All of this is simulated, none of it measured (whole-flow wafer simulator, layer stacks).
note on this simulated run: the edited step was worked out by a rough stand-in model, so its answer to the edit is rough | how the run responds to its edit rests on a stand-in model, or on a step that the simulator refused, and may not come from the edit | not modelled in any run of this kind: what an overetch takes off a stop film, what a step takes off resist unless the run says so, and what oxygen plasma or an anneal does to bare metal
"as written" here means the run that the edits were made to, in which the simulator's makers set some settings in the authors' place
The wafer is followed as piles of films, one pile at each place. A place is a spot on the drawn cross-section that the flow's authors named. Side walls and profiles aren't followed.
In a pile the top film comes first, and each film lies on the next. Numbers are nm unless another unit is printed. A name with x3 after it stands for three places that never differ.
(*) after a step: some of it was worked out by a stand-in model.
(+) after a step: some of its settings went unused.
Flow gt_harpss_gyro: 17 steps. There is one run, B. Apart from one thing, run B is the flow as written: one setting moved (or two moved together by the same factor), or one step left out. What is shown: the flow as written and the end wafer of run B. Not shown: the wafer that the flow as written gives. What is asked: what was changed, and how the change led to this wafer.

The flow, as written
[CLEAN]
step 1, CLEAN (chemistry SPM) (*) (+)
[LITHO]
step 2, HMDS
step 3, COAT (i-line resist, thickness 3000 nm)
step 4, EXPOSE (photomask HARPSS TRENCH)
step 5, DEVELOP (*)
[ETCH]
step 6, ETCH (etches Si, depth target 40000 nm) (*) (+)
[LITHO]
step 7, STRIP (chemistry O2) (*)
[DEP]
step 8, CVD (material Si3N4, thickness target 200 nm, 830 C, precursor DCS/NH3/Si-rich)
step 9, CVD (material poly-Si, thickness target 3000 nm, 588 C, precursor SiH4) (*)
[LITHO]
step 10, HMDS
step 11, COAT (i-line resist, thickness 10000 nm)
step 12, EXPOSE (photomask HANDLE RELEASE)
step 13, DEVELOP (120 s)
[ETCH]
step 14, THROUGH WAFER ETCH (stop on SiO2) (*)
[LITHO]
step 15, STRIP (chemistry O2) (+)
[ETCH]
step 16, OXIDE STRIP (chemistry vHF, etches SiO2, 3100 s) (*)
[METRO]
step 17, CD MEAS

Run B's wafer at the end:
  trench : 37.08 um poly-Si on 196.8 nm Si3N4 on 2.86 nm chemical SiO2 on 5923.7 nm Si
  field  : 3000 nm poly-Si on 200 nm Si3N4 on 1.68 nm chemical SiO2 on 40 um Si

Cause: step 6, ETCH: depth target 34080 nm was run, though the flow has depth target 40000 nm.

How this came from the change, step by step:
  step 6, ETCH (etches Si, depth target 40000 nm) (*) (+)
      trench: chemical SiO2 loses 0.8 (all of it), Si loses 34.08 um (in the flow as written it would be: chemical SiO2 loses 0.8 (all of it), Si loses 40 um (all of it))
      field: i-line resist loses 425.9 (in the flow as written it would be: i-line resist loses 500)
  step 7, STRIP (chemistry O2) (*)
      trench: chemical SiO2 gains 2.86 (new film), Si loses 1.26 (in the flow as written it would be: nothing)
      field: i-line resist loses 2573 (all of it), chemical SiO2 gains 0.88, Si loses 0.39 (in the flow as written it would be: i-line resist loses 2498.9 (all of it), chemical SiO2 gains 0.87, Si loses 0.38)
  step 9, CVD (material poly-Si, thickness target 3000 nm, 588 C, precursor SiH4) (*)
      trench: poly-Si gains 37.08 um (new film) (in the flow as written it would be: poly-Si gains 43.01 um (new film))
